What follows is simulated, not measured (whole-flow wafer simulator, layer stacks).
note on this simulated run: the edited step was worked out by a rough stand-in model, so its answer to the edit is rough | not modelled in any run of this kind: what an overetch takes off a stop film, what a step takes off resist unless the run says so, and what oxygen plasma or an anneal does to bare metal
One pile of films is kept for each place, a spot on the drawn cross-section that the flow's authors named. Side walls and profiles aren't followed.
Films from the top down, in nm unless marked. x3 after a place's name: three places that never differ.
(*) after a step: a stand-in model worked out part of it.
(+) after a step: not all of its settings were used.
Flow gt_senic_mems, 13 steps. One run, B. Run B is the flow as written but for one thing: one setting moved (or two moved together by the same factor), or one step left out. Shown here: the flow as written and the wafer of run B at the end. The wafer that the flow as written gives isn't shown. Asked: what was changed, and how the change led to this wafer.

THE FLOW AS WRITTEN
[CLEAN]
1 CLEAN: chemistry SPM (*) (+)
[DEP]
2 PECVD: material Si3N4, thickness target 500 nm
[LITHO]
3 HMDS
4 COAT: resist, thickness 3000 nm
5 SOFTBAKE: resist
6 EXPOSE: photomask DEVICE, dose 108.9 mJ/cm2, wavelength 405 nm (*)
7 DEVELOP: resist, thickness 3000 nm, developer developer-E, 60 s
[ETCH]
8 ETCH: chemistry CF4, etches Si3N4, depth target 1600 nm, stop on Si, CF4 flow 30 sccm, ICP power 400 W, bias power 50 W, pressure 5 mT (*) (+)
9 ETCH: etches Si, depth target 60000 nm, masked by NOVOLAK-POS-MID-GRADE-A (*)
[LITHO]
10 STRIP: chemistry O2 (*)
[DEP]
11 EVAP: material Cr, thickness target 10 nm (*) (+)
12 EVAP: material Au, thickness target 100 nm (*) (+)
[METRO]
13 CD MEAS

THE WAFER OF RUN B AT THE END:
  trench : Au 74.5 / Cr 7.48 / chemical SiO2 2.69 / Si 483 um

The cause: step 9, ETCH: depth target 42000 nm was run, where the flow has depth target 60000 nm.

How the change led to this, step by step:
  9 ETCH: etches Si, depth target 60000 nm, masked by NOVOLAK-POS-MID-GRADE-A (*)
      field: resist -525 (as written it would be: resist -750)
      trench: Si -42 um (as written it would be: Si -60 um)
  10 STRIP: chemistry O2 (*)
      field: resist -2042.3 (all of it) (as written it would be: resist -1817.3 (all of it))
  11 EVAP: material Cr, thickness target 10 nm (*) (+)
      trench: Cr +7.48 (new film) (as written it would be: Cr +6.45 (new film))
  12 EVAP: material Au, thickness target 100 nm (*) (+)
      trench: Au +74.5 (new film) (as written it would be: Au +64.1 (new film))
